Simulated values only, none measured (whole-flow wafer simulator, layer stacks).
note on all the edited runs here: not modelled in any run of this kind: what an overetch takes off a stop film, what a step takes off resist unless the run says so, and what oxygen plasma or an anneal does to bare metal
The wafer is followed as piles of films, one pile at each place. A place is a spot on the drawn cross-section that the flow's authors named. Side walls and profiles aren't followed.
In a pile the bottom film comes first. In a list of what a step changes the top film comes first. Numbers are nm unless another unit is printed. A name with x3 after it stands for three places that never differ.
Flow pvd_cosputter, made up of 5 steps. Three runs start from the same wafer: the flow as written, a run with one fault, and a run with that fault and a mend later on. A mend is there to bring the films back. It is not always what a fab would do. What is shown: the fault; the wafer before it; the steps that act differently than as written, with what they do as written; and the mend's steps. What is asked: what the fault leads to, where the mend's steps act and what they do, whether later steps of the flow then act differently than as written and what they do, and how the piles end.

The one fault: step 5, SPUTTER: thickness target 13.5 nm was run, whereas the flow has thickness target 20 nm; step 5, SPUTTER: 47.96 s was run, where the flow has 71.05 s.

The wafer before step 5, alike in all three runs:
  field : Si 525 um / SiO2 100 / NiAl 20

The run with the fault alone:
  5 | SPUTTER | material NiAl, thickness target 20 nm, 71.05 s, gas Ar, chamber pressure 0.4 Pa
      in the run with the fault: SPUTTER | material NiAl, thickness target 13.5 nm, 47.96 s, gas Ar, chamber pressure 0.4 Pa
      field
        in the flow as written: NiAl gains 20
        in the run with the fault: NiAl gains 13.5
  Every later step of the flow that is run acts as written at every place that is followed.
  At field, the piles at the end differ from the flow's by more than 2% or 0.5 nm, whichever is larger.
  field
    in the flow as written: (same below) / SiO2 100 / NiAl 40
    in the run with the fault: (same below) / SiO2 100 / NiAl 33.5

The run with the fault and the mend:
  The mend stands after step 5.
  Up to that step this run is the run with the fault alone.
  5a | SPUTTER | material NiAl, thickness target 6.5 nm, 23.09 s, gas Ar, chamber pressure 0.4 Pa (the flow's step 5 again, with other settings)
      field
        NiAl gains 6.5
  Every later step of the flow that is run acts as written at every place that is followed.
  The piles end the same as the flow's at every place that both follow.
